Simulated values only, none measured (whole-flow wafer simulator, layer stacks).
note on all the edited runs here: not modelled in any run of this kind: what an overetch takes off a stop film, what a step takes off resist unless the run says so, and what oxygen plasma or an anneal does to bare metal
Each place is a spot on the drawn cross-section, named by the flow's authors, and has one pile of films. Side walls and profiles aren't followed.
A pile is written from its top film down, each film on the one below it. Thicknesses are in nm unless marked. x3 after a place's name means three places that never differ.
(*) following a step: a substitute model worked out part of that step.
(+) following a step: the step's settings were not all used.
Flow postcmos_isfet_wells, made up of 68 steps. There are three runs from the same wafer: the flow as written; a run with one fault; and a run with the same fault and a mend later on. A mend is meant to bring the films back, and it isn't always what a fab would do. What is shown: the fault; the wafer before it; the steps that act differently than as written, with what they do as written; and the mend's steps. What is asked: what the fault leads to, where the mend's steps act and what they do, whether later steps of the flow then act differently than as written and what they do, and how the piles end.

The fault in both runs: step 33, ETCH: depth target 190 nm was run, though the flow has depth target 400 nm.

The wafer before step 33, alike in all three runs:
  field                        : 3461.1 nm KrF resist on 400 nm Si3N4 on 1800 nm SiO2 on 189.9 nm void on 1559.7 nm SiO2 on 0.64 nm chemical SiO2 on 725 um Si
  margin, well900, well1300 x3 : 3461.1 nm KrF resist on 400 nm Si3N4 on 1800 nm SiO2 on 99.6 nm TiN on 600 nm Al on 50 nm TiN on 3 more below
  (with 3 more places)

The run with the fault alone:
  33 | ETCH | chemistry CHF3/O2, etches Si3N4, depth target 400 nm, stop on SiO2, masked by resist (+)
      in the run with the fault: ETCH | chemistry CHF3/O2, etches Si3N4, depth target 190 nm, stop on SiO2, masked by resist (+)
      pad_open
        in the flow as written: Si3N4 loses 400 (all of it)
        in the run with the fault: Si3N4 loses 190
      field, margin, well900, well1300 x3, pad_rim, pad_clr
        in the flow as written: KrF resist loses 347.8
        in the run with the fault: KrF resist loses 165.2
  Steps later in the flow that act otherwise than as written (3 other steps are not shown; they differ only slightly, by no more than 2% or 0.5 nm, whichever is larger):
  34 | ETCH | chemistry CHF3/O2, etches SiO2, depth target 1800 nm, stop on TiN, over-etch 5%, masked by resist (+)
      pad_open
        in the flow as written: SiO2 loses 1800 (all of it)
        in the run with the fault: Si3N4 loses 210 (all of it), SiO2 loses 1579.5
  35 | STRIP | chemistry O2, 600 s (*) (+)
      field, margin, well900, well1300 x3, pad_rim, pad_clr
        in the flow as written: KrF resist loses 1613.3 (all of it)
        in the run with the fault: KrF resist loses 1795.9 (all of it)
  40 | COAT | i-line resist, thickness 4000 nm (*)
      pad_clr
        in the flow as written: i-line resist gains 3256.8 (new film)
        in the run with the fault: i-line resist gains 3325.8 (new film)
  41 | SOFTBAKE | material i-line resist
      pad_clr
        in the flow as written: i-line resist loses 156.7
        in the run with the fault: i-line resist loses 134.8
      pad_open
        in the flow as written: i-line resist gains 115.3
        in the run with the fault: i-line resist gains 105.5
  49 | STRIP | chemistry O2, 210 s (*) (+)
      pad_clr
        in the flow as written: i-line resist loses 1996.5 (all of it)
        in the run with the fault: i-line resist loses 2087.3 (all of it)
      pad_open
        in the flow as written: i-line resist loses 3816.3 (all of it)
        in the run with the fault: i-line resist loses 3727.4 (all of it)
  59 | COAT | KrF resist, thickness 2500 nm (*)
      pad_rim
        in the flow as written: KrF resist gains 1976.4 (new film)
        in the run with the fault: KrF resist gains 2026.6 (new film)
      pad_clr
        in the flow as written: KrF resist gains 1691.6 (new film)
        in the run with the fault: KrF resist gains 1765.8 (new film)
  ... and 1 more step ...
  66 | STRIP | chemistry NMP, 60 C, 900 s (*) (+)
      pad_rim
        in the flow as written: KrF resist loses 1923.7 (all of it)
        in the run with the fault: KrF resist loses 1973.4 (all of it)
  By the end, the piles at pad_open depart from the flow's by more than 2% or 0.5 nm, whichever is larger.
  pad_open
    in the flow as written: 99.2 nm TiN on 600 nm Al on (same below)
    in the run with the fault: 220.5 nm SiO2 on 99.6 nm TiN on 600 nm Al on (same below)

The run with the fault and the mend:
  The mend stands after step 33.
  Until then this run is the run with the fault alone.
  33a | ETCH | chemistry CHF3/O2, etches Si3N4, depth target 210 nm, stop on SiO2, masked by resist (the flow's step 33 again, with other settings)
      field, margin, well900, well1300 x3, pad_rim, pad_clr
        KrF resist loses 182.6
      pad_open
        Si3N4 loses 210 (all of it)
  Every later step of the flow that is run acts as written at every place that is followed.
  By the end, the piles equal the flow's at every place that both follow.
